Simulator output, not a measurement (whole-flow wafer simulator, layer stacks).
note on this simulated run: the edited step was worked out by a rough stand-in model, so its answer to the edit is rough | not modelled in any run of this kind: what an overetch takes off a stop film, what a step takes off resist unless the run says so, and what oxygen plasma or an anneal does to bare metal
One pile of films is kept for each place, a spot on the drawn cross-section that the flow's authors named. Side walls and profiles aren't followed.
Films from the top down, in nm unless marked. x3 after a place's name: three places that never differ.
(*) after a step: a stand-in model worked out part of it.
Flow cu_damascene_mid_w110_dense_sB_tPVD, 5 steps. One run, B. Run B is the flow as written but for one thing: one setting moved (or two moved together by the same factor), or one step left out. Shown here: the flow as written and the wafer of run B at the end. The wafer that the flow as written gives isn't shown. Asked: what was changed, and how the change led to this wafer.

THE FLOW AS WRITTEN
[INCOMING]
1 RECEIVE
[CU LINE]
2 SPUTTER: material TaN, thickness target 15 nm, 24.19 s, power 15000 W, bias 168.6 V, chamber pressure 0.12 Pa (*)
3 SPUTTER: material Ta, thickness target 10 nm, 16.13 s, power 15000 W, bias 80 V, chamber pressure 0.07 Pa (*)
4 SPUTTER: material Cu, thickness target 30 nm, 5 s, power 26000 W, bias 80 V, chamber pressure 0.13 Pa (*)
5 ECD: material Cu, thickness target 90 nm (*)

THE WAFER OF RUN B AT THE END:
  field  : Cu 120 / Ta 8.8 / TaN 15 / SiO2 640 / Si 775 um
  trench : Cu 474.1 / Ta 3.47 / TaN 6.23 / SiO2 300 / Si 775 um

The cause: step 3, SPUTTER: power 13200 W was run, where the flow has power 15000 W.

How the change led to this, step by step:
  3 SPUTTER: material Ta, thickness target 10 nm, 16.13 s, power 15000 W, bias 80 V, chamber pressure 0.07 Pa (*)
      field: Ta +8.8 (new film) (as written it would be: Ta +10 (new film))
      trench: Ta +3.47 (new film) (as written it would be: Ta +4.05 (new film))
